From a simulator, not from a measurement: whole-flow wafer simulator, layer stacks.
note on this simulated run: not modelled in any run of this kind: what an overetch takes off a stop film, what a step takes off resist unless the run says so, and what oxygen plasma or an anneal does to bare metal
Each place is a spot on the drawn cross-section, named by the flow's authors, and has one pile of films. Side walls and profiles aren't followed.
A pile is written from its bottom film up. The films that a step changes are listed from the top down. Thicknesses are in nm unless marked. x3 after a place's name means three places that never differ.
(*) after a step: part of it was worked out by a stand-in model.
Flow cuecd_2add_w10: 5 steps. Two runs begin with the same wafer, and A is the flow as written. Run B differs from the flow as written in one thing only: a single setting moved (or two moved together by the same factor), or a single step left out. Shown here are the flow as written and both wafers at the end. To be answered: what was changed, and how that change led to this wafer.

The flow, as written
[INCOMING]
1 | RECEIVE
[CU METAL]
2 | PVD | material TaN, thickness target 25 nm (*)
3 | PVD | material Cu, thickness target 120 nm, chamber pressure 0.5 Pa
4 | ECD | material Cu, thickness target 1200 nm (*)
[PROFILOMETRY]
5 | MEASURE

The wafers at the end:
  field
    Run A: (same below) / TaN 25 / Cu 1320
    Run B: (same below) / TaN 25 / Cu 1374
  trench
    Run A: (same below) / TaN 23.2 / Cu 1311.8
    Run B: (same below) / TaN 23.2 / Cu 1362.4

The reason: step 3, PVD: thickness target 174 nm was run, though the flow has thickness target 120 nm.

Step by step, how the change led to this:
  3 | PVD | material Cu, thickness target 120 nm, chamber pressure 0.5 Pa
      field: A +120 Cu (new film) | B +174 Cu (new film)
      trench: A +111.8 Cu (new film) | B +162.4 Cu (new film)
